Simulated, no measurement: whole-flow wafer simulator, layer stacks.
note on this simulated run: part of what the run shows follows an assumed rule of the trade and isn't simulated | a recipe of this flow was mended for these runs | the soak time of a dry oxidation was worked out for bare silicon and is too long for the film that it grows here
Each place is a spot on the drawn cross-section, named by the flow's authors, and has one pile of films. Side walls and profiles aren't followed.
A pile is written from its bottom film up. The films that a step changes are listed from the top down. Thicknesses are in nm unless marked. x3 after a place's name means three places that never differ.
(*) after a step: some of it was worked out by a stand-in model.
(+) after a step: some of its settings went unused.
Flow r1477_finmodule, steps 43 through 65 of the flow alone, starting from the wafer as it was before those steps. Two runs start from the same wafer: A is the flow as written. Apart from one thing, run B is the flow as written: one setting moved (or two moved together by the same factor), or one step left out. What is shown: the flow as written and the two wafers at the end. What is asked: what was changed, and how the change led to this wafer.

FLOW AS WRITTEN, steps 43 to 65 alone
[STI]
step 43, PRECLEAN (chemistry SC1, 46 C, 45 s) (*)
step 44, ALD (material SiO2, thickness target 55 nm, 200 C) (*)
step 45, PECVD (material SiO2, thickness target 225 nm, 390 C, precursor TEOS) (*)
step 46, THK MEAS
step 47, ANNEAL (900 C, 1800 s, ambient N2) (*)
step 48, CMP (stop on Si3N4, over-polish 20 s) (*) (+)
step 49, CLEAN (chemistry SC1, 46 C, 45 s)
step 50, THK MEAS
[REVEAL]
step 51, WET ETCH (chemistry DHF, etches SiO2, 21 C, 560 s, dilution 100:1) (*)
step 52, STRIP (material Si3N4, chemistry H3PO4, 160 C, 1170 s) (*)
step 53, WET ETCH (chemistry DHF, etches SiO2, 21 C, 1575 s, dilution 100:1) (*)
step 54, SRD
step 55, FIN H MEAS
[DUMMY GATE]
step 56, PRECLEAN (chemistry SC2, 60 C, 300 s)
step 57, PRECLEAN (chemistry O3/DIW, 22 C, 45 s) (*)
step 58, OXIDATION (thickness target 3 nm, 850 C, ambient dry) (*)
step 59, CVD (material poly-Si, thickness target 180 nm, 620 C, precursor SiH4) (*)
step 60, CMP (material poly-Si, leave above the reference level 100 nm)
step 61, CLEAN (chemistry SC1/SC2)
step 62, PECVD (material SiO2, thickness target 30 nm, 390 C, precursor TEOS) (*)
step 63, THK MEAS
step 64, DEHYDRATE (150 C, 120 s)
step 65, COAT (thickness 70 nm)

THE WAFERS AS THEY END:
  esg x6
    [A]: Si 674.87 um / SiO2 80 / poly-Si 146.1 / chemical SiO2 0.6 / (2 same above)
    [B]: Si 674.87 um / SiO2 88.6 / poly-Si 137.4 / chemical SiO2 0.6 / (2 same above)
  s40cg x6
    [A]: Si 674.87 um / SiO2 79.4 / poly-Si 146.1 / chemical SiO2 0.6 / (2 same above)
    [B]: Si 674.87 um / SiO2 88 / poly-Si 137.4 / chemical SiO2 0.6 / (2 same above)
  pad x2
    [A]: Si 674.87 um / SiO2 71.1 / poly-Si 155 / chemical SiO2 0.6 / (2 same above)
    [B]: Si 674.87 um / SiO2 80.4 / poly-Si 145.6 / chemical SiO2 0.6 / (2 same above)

The reason: step 51, WET ETCH: 388 s was run, while the flow as written has 560 s.

How this came from the change, step by step:
  step 51, WET ETCH (chemistry DHF, etches SiO2, 21 C, 560 s, dilution 100:1) (*)
      elg x8: A SiO2 loses 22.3 (all of it), Si3N4 loses 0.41 | B SiO2 loses 19.5
      esg x6, e200sg x2, s40cg x6, s40sg x6: A SiO2 loses 28.1 | B SiO2 loses 19.5
      (as well as at 2 more places)
  step 52, STRIP (material Si3N4, chemistry H3PO4, 160 C, 1170 s) (*)
      elg x8: A Si3N4 loses 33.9 (all of it), SiO2 loses 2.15 | B SiO2 loses 2.8 (all of it), Si3N4 loses 34.3 (all of it), SiO2 loses 0.03
  step 53, WET ETCH (chemistry DHF, etches SiO2, 21 C, 1575 s, dilution 100:1) (*)
      elg x8: A SiO2 loses 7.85 (all of it) | B SiO2 loses 9.97 (all of it)
  step 59, CVD (material poly-Si, thickness target 180 nm, 620 C, precursor SiH4) (*)
      esg x6, s40cg x6, s40sg x6: A poly-Si gains 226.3 (new film) | B poly-Si gains 217.7 (new film)
      e200sg x2: A poly-Si gains 219.2 (new film) | B poly-Si gains 210.6 (new film)
  step 60, CMP (material poly-Si, leave above the reference level 100 nm)
      pad x2: A poly-Si loses 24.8 | B poly-Si loses 34.1
